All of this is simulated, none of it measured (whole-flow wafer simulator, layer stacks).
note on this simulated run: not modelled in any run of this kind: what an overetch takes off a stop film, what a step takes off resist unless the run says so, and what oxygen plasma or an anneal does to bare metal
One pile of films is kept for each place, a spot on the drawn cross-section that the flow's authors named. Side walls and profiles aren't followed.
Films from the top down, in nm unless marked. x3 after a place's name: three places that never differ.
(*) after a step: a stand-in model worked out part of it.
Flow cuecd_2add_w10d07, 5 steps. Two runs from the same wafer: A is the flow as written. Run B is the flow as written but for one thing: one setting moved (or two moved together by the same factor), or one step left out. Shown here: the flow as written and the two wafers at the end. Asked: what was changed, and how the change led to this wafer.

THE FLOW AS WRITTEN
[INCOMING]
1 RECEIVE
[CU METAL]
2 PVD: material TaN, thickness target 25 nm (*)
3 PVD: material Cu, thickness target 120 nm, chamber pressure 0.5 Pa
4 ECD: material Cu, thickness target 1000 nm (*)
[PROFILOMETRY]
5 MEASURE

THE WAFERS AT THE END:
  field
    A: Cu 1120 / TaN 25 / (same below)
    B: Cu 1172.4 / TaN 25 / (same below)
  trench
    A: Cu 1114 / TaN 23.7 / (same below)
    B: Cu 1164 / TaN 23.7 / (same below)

The cause: step 3, PVD: thickness target 172.4 nm was run, where the flow has thickness target 120 nm.

How the change led to this, step by step:
  3 PVD: material Cu, thickness target 120 nm, chamber pressure 0.5 Pa
      field: A Cu +120 (new film) | B Cu +172.4 (new film)
      trench: A Cu +114 (new film) | B Cu +164 (new film)
